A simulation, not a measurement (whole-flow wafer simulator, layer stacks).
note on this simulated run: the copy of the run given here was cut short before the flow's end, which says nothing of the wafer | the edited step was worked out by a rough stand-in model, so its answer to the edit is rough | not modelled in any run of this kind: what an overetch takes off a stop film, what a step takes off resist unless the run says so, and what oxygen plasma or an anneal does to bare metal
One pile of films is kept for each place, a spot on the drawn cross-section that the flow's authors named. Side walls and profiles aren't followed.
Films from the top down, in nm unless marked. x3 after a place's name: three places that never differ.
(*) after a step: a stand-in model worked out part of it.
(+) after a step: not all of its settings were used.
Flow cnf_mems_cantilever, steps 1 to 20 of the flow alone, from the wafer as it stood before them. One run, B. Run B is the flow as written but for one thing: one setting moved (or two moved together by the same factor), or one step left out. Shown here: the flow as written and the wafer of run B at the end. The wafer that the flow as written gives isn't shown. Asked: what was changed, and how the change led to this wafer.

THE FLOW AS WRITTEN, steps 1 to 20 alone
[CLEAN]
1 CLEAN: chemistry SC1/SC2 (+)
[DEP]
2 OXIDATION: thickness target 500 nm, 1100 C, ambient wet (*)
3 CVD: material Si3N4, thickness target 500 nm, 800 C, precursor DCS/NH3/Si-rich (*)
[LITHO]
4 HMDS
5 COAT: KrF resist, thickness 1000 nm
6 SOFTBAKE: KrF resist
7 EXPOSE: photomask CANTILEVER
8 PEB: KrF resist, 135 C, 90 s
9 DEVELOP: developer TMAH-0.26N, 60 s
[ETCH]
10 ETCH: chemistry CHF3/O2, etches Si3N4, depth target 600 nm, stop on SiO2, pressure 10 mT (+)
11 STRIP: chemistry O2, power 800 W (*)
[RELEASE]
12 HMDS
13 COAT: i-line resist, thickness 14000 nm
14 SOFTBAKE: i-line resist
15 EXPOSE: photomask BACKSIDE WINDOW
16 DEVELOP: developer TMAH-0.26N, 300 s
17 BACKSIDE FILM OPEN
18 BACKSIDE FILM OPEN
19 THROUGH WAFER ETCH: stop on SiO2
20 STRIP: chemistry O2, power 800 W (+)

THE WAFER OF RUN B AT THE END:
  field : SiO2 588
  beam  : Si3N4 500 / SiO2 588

The cause: step 2, OXIDATION: thickness target 588 nm was run, where the flow has thickness target 500 nm.
It can be read off the wafer: field has SiO2 588, and step 2 as written asks for 500 nm.

How the change led to this, step by step:
  2 OXIDATION: thickness target 500 nm, 1100 C, ambient wet (*)
      field, beam: SiO2 +588 (new film), chemical SiO2 -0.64 (all of it), Si -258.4 (as written it would be: SiO2 +500 (new film), chemical SiO2 -0.64 (all of it), Si -219.7)
  19 THROUGH WAFER ETCH: stop on SiO2
      field: under 1 film: Si -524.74 um (all of it) (as written it would be: under 1 film: Si -524.78 um (all of it))
      beam: under 2 films: Si -524.74 um (all of it) (as written it would be: under 2 films: Si -524.78 um (all of it))
